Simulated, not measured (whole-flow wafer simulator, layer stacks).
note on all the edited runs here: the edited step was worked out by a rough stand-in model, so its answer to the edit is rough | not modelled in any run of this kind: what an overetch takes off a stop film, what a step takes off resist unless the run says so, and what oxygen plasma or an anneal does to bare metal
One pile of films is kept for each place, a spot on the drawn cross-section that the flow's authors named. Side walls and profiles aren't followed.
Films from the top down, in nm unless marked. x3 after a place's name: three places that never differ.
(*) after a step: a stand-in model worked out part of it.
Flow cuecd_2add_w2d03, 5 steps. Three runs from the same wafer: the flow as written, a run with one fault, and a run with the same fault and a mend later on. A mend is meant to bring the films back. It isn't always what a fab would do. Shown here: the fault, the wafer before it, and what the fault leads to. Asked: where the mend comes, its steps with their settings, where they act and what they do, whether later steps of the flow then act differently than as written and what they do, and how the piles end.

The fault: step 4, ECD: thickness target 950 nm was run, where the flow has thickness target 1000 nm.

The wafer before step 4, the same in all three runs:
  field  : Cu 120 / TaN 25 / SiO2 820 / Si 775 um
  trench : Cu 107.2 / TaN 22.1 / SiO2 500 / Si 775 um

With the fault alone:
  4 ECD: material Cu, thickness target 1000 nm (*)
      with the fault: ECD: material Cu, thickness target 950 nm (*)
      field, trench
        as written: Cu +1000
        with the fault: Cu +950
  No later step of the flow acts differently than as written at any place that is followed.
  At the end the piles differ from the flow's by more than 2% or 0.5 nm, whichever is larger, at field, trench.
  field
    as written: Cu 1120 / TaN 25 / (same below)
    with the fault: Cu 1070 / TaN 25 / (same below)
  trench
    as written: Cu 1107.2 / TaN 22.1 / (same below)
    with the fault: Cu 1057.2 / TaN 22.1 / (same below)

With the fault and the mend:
  The mend comes after step 5.
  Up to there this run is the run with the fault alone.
  5a ECD: material Cu, thickness target 50 nm (*) (the flow's step 4 once more, with other settings)
      field, trench
        Cu +50
  No later step of the flow acts differently than as written at any place that is followed.
  At the end the piles are the same as the flow's at every place that both follow.
